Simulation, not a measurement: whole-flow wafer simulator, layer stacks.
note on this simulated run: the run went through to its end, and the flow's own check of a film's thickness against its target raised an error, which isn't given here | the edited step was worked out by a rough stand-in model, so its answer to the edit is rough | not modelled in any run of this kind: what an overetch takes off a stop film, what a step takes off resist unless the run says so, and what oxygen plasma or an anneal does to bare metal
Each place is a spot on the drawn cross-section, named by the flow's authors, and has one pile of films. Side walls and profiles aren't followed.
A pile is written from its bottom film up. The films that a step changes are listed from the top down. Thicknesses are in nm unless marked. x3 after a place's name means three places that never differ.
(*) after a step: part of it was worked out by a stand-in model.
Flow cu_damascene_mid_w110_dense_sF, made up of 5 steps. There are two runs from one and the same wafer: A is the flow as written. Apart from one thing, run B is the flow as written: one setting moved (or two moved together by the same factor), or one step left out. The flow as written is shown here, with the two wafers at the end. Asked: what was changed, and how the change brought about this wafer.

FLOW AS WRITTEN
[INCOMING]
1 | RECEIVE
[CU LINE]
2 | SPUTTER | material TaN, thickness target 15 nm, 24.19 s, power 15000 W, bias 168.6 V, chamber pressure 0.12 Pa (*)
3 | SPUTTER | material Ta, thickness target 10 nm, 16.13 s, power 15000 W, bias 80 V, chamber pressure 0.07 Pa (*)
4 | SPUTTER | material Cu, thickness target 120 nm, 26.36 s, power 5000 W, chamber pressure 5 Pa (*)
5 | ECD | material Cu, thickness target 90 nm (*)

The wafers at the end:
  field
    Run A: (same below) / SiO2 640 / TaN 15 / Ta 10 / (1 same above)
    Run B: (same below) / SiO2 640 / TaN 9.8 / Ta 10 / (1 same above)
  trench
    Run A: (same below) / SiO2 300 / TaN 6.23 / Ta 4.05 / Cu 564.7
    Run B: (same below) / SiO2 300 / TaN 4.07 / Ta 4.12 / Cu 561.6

Cause: step 2, SPUTTER: thickness target 9.8 nm was run, though the flow has thickness target 15 nm; step 2, SPUTTER: 15.72 s was run, where the flow has 24.19 s.
The wafer lets one read it off: field has TaN 9.8, and step 2 as written asks for 15 nm.

Step by step, how the change led to this:
  2 | SPUTTER | material TaN, thickness target 15 nm, 24.19 s, power 15000 W, bias 168.6 V, chamber pressure 0.12 Pa (*)
      field: A +15 TaN (new film) | B +9.8 TaN (new film)
      trench: A +6.23 TaN (new film) | B +4.07 TaN (new film)
